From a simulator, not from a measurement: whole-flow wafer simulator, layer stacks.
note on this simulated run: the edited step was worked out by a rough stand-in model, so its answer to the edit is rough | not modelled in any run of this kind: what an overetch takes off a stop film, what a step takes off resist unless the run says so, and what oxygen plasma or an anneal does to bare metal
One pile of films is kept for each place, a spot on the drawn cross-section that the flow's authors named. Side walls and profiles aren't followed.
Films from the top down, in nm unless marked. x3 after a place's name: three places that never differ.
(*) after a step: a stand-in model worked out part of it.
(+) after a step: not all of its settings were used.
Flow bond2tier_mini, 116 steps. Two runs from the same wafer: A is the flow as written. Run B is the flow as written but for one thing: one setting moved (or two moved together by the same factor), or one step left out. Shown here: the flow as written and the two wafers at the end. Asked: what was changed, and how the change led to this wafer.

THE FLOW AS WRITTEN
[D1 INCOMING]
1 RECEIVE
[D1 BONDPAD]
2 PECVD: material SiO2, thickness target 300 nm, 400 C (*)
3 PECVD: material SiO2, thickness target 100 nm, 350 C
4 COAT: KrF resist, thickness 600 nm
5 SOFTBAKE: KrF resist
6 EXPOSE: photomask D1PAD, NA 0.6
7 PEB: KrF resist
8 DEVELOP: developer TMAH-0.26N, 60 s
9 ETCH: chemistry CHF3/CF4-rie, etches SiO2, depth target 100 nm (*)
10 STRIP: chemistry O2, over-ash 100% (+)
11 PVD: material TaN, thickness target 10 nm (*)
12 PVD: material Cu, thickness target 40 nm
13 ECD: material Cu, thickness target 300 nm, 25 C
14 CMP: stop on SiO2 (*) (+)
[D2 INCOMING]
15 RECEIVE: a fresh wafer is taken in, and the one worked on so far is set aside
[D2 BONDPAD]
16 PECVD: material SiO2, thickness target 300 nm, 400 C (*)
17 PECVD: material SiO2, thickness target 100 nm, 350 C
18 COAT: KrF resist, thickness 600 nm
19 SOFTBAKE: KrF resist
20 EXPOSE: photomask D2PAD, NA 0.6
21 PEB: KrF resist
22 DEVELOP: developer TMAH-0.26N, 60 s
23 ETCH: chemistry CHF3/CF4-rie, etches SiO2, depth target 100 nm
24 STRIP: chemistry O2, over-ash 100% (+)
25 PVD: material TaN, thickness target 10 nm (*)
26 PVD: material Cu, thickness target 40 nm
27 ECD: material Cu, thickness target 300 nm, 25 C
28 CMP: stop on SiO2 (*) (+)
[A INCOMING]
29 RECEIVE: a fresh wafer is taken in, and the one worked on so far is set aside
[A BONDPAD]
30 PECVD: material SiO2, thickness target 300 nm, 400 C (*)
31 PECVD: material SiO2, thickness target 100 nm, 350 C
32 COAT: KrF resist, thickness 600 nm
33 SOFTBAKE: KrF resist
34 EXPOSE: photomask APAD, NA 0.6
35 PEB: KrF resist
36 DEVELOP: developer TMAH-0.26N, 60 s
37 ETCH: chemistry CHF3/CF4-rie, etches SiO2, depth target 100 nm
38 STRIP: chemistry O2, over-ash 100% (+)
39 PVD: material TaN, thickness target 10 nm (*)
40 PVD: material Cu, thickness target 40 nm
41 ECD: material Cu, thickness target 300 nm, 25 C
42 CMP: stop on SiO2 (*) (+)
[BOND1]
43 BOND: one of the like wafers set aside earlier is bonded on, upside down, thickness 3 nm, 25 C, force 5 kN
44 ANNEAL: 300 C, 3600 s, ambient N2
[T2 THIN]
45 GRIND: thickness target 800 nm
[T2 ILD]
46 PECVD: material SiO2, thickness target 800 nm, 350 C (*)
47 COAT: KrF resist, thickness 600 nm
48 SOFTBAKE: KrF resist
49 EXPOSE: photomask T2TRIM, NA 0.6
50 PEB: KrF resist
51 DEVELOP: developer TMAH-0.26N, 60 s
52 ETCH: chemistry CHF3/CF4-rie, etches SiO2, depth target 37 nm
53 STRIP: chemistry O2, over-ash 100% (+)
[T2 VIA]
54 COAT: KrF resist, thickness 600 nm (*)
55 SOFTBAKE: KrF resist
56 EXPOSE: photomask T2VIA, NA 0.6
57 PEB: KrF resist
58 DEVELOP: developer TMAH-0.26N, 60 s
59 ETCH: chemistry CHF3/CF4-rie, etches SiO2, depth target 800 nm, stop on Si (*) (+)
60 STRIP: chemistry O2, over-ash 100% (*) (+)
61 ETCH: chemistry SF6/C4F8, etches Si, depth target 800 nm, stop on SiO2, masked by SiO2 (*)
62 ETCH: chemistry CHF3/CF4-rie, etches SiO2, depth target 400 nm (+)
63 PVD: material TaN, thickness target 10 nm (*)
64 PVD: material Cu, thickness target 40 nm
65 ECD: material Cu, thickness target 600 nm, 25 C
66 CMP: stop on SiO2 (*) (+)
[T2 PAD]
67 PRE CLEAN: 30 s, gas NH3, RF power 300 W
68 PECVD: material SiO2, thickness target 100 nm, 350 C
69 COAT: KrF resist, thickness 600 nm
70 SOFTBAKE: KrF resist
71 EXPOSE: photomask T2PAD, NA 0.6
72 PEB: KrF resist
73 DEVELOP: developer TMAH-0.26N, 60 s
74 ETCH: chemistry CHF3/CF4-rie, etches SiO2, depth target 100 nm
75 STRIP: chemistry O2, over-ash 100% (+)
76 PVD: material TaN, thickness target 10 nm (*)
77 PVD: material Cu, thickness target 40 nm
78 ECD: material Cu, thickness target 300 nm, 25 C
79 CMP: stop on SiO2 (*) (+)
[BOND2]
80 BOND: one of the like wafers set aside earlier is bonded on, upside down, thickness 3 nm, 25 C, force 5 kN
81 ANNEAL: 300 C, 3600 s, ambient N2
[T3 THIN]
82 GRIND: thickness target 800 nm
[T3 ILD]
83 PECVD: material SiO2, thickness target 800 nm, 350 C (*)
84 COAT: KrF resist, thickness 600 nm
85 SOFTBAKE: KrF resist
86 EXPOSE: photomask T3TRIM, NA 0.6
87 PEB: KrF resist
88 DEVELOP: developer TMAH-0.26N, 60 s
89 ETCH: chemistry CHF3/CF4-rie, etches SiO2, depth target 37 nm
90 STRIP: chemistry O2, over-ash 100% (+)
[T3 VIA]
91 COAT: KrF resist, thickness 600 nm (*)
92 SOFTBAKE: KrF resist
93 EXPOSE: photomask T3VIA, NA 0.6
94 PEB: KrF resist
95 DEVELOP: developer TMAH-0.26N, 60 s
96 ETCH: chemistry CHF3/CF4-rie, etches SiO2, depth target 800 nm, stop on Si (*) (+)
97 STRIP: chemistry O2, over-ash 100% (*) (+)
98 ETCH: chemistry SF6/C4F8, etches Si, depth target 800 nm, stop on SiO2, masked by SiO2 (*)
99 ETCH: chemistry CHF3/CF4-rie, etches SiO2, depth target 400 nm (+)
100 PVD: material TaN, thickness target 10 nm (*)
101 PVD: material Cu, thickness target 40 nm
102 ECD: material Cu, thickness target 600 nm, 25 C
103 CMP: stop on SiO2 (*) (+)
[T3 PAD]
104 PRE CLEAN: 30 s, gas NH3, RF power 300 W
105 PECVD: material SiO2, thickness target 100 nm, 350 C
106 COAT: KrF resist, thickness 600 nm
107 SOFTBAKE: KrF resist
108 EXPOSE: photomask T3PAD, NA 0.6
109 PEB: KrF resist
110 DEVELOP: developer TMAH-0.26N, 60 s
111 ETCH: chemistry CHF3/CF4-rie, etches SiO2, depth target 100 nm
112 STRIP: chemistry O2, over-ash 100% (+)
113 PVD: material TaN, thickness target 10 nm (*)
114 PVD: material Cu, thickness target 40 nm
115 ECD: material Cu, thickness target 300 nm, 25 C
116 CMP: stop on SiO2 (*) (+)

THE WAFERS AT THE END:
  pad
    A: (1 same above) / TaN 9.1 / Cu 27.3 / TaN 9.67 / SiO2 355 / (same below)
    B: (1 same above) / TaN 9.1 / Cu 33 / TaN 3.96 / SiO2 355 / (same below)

The cause: step 100, PVD: thickness target 4.1 nm was run, where the flow has thickness target 10 nm.

How the change led to this, step by step:
  100 PVD: material TaN, thickness target 10 nm (*)
      field: A TaN +10 (new film) | B TaN +4.1 (new film)
      pad: A TaN +9.67 (new film) | B TaN +3.96 (new film)
  103 CMP: stop on SiO2 (*) (+)
      field: A Cu -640 (all of it), TaN -10 (all of it) | B Cu -640 (all of it), TaN -4.1 (all of it)
